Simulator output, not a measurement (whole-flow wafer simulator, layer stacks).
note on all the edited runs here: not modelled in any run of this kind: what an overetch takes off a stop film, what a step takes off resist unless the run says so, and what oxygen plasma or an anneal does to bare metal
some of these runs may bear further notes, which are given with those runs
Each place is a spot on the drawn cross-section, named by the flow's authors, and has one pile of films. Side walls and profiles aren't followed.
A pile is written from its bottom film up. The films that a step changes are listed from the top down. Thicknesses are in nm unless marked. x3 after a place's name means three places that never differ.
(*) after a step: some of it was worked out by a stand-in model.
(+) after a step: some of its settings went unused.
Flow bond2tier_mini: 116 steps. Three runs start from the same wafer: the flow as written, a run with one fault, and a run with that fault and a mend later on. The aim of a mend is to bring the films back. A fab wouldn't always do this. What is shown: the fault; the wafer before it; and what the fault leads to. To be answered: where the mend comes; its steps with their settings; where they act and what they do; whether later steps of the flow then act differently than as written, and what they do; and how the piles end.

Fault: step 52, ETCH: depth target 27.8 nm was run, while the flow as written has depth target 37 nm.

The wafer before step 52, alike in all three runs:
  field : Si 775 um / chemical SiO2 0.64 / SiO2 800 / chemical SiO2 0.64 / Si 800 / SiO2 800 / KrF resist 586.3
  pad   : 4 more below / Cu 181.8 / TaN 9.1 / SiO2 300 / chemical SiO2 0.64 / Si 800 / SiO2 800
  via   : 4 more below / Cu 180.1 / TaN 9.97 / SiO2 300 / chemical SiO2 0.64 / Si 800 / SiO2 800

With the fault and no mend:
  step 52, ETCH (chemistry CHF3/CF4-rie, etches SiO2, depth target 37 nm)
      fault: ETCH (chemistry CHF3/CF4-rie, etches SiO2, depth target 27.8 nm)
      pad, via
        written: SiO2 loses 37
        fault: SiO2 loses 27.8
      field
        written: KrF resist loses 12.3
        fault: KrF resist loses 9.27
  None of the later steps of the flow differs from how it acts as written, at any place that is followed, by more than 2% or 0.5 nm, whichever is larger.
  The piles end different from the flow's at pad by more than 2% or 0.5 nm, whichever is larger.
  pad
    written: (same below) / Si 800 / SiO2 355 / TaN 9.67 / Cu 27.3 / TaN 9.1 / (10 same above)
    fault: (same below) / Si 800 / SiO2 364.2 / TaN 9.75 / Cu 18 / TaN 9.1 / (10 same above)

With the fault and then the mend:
  The mend follows step 53.
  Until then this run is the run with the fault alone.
  step 53a, COAT (KrF resist, thickness 600 nm) (*) (the flow's step 47 again)
      field
        KrF resist gains 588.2 (new film)
      pad
        KrF resist gains 612.3 (new film)
      via
        KrF resist gains 610.8 (new film)
  step 53b, SOFTBAKE (KrF resist) (the flow's step 48 again)
      leaves every film unchanged at each place that is followed
  step 53c, EXPOSE (photomask T2TRIM, NA 0.6) (the flow's step 49 again)
      leaves every film unchanged at each place that is followed
  step 53d, PEB (KrF resist) (the flow's step 50 again)
      leaves every film unchanged at each place that is followed
  step 53e, DEVELOP (developer TMAH-0.26N, 60 s) (the flow's step 51 again)
      field
        KrF resist loses 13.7
      pad
        KrF resist loses 612.3 (all of it)
      via
        KrF resist loses 610.8 (all of it)
  step 53f, ETCH (chemistry CHF3/CF4-rie, etches SiO2, depth target 9.2 nm) (the flow's step 52 again, with other settings)
      pad, via
        SiO2 loses 9.2
      field
        KrF resist loses 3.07
  step 53g, STRIP (chemistry O2, over-ash 100%) (+) (the flow's step 53 again)
      field
        KrF resist loses 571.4 (all of it)
  None of the later steps of the flow acts differently than as written at any place that is followed.
  At every place that both follow, the piles at the end match the flow's.
